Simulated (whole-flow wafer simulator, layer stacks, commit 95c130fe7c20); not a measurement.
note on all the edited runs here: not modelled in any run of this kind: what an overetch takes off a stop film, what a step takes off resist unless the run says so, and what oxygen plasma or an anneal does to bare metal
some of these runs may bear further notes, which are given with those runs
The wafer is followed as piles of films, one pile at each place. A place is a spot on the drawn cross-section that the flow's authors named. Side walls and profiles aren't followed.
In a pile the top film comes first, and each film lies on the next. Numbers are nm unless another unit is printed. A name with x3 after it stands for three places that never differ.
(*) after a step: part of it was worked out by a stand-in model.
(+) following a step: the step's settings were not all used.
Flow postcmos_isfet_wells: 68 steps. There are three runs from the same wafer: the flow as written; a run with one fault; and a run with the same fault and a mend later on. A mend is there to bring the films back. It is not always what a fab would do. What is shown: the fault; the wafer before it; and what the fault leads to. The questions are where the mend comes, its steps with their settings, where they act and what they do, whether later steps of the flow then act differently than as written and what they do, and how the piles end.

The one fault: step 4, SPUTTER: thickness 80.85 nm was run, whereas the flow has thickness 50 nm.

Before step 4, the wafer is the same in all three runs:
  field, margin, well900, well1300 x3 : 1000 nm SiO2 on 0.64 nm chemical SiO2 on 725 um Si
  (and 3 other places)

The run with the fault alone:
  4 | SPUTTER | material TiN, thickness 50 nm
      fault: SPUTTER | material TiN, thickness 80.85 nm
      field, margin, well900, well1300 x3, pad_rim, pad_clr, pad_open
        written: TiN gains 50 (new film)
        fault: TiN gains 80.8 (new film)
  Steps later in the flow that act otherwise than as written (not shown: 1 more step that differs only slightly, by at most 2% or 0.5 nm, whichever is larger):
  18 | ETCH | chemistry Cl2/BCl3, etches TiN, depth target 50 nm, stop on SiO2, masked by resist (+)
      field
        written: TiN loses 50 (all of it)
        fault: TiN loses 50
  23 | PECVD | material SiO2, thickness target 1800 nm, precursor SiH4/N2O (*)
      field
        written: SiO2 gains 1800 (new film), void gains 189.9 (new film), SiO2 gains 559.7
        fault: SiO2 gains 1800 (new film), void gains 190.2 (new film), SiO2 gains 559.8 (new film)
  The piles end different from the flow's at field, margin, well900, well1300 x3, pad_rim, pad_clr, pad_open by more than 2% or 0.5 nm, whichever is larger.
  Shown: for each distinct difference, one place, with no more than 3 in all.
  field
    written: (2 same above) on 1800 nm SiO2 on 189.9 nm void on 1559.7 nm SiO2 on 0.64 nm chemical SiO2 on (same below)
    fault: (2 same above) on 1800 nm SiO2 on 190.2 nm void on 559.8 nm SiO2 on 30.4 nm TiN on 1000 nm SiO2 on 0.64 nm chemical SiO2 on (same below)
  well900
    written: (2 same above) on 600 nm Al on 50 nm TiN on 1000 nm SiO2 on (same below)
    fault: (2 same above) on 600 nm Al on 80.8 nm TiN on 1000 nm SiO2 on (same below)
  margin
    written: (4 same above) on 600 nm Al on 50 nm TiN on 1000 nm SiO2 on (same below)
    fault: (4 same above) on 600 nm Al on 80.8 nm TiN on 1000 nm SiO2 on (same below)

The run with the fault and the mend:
  The mend follows step 4.
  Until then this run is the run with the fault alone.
  4a | ETCH | chemistry peroxide tin strip, depth target 92.98 nm
      field, margin, well900, well1300 x3, pad_rim, pad_clr, pad_open
        TiN loses 80.8 (all of it)
  4b | SPUTTER | material TiN, thickness 50 nm (a further turn of the flow's step 4)
      field, margin, well900, well1300 x3, pad_rim, pad_clr, pad_open
        TiN gains 50 (new film)
  Later steps of the flow that are run all act as written at every place that is followed.
  At every place that both follow, the piles at the end match the flow's.
